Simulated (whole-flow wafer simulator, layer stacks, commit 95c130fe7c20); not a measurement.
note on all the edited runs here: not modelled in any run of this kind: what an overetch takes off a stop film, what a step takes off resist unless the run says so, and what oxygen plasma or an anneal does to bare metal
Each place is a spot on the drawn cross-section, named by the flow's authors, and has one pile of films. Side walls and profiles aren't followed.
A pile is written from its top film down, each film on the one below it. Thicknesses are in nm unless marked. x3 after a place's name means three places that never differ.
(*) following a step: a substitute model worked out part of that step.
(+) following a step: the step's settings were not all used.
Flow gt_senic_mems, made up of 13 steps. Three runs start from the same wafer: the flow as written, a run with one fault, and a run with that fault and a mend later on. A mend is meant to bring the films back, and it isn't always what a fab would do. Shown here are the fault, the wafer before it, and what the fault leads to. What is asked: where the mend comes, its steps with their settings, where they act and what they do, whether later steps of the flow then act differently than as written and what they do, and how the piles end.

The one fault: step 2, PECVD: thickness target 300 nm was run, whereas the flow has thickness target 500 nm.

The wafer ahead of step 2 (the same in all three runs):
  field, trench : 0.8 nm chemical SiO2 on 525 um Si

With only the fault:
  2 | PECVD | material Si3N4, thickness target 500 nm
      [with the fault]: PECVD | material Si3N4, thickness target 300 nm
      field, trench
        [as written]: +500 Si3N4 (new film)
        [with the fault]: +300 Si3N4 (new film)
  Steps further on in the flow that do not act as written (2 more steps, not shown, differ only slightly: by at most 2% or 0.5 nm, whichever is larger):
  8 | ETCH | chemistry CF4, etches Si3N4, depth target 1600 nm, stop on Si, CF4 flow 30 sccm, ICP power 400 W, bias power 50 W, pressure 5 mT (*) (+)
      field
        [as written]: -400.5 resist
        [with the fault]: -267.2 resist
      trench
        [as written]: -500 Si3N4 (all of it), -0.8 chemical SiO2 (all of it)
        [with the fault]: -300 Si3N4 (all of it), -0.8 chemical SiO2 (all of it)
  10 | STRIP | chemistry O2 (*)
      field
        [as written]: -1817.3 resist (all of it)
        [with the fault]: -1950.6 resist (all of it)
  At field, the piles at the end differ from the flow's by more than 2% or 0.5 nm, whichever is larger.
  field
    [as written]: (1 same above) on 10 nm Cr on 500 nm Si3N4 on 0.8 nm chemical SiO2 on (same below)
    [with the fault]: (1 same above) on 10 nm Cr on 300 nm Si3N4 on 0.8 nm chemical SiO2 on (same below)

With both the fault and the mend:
  The mend stands after step 2.
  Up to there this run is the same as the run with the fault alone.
  2a | PECVD | material Si3N4, thickness target 200 nm (the flow's step 2 again, with other settings)
      field, trench
        +200 Si3N4
  None of the later steps of the flow acts differently than as written at any place that is followed.
  At every place that both follow, the piles at the end match the flow's.
